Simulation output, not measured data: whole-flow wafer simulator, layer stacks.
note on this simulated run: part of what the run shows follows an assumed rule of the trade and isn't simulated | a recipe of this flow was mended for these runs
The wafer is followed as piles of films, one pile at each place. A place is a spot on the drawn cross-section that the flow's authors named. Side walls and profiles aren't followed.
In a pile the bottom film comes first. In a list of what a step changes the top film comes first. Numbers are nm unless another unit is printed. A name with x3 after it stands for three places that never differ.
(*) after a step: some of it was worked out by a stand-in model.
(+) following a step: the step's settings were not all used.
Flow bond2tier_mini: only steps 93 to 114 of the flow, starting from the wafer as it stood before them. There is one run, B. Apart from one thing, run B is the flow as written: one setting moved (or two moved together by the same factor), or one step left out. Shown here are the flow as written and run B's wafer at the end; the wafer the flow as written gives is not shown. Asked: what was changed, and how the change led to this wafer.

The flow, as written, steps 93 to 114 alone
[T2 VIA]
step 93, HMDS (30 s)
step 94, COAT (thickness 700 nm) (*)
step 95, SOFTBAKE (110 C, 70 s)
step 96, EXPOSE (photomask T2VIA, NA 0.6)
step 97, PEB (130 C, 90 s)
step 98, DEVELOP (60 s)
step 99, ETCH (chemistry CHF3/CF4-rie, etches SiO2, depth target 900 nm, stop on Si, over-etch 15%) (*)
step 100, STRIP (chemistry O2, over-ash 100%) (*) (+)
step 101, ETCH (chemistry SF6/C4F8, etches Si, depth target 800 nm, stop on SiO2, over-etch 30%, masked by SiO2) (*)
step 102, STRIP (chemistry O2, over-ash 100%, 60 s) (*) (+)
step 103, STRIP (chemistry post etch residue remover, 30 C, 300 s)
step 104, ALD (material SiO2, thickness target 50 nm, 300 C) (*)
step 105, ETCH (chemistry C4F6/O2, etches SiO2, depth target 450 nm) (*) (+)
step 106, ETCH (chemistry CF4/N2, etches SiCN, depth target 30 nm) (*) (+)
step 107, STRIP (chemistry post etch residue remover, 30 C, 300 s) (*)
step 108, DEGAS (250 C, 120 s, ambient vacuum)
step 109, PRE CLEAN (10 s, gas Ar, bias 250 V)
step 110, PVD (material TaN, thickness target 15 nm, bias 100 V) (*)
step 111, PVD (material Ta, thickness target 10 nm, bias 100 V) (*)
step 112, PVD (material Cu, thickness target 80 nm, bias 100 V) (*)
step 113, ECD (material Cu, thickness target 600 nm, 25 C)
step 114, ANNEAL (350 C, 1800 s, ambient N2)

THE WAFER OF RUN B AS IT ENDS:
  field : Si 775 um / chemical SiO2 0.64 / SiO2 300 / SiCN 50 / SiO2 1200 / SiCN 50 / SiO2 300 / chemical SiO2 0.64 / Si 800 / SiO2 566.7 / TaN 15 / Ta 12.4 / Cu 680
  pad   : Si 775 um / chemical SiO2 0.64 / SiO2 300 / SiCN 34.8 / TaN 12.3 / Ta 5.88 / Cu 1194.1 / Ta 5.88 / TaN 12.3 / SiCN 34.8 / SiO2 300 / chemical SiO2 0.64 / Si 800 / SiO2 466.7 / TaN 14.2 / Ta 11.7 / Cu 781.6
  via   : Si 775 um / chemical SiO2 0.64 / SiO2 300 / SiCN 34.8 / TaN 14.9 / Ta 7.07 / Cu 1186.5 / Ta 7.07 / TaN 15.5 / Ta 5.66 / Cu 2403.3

The reason: step 111, PVD: thickness target 12.4 nm was run, though the flow has thickness target 10 nm.
The wafer itself shows it: field has Ta 12.4, and step 111 as written asks for 10 nm.

How this came from the change, step by step:
  step 111, PVD (material Ta, thickness target 10 nm, bias 100 V) (*)
      field: Ta gains 12.4 (new film) (in the flow as written it would be: Ta gains 10 (new film))
      pad: Ta gains 11.7 (new film) (in the flow as written it would be: Ta gains 9.42 (new film))
      (and at 1 other place as well)
